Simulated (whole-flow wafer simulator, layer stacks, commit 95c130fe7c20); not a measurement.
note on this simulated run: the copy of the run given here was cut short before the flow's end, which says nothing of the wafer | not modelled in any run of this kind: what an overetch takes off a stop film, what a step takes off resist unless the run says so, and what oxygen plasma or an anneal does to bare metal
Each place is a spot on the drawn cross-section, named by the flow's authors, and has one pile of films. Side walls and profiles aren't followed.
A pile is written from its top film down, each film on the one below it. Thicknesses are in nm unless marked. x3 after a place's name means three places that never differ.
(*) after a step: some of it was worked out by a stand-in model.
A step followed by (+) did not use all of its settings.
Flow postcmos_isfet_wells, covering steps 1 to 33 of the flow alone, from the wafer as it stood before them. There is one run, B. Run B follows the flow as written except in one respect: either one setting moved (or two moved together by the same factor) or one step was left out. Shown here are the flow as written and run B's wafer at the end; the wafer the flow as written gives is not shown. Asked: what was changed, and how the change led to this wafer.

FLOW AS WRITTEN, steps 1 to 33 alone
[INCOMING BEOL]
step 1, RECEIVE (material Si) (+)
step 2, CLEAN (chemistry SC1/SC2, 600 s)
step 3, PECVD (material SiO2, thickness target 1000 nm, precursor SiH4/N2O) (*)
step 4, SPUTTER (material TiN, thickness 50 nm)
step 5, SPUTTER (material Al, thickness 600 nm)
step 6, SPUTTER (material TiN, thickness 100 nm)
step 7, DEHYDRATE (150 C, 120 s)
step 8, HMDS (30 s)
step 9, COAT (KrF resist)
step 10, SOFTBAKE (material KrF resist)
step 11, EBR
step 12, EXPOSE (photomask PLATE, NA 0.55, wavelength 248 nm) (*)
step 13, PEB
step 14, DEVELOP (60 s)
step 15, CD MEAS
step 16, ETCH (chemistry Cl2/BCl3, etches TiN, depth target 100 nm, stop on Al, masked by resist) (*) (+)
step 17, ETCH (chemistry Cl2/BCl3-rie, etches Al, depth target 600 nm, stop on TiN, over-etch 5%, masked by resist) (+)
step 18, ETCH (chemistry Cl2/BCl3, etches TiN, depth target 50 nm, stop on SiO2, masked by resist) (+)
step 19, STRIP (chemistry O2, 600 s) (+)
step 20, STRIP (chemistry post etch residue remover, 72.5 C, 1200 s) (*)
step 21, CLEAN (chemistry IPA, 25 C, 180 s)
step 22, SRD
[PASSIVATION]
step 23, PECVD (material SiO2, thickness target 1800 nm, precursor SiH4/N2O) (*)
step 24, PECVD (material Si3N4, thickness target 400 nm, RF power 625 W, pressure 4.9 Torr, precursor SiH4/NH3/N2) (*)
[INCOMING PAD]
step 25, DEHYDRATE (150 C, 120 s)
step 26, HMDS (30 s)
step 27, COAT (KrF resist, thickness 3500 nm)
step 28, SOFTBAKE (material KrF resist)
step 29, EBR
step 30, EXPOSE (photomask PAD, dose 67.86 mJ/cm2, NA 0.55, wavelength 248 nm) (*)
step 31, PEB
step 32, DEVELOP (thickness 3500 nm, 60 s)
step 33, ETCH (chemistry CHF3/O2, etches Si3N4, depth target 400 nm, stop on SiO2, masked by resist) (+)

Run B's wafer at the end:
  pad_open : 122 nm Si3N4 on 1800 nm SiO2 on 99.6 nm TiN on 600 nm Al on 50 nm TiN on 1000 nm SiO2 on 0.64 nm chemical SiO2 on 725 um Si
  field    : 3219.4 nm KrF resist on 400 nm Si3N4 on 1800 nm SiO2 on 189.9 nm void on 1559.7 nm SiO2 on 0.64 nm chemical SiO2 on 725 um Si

Cause: step 33, ETCH: depth target 278 nm was run, though the flow has depth target 400 nm.

The path from the change to this, step by step:
  step 33, ETCH (chemistry CHF3/O2, etches Si3N4, depth target 400 nm, stop on SiO2, masked by resist) (+)
      pad_open: Si3N4 loses 278 (it would be, as written: Si3N4 loses 400 (all of it))
      field, margin x7: KrF resist loses 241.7 (it would be, as written: KrF resist loses 347.8)
